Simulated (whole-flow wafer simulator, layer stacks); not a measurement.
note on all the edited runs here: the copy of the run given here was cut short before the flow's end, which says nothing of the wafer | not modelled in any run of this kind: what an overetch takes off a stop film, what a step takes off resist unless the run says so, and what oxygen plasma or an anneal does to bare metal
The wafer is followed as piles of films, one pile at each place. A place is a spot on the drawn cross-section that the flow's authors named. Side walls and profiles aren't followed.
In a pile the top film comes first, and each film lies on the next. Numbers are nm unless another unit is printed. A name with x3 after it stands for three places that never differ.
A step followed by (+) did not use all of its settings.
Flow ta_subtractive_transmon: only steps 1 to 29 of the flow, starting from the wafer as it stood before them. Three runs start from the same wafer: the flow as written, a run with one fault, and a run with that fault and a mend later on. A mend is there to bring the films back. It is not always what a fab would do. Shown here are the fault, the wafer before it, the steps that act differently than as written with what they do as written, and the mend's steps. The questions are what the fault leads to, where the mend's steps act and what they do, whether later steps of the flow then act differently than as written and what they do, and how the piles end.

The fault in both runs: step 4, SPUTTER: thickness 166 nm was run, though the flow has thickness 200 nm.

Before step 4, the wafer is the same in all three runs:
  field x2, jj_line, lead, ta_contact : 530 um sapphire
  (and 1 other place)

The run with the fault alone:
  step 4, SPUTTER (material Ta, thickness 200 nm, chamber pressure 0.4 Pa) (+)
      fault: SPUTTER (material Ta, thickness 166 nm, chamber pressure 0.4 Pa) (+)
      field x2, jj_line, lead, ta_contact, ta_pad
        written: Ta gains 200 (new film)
        fault: Ta gains 166 (new film)
  Later steps of the flow acting differently than as written (3 other steps are not shown; they differ only slightly, by no more than 2% or 0.5 nm, whichever is larger):
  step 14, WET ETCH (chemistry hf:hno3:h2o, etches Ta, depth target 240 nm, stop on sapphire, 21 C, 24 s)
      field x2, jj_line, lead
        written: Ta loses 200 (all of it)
        fault: Ta loses 166 (all of it)
  At ta_contact, ta_pad, the piles at the end differ from the flow's by more than 2% or 0.5 nm, whichever is larger.
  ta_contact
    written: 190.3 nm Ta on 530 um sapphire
    fault: 156.3 nm Ta on 530 um sapphire
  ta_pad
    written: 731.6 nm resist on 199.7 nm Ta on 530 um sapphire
    fault: 736.8 nm resist on 165.7 nm Ta on 530 um sapphire

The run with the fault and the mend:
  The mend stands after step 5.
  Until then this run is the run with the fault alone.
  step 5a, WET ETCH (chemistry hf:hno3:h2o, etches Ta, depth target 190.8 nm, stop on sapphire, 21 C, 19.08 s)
      field x2, jj_line, lead, ta_contact, ta_pad
        Ta loses 166 (all of it)
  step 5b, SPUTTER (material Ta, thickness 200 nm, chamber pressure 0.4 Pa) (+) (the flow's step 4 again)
      field x2, jj_line, lead, ta_contact, ta_pad
        Ta gains 200 (new film)
  Later steps of the flow that are run all act as written at every place that is followed.
  By the end, the piles equal the flow's at every place that both follow.
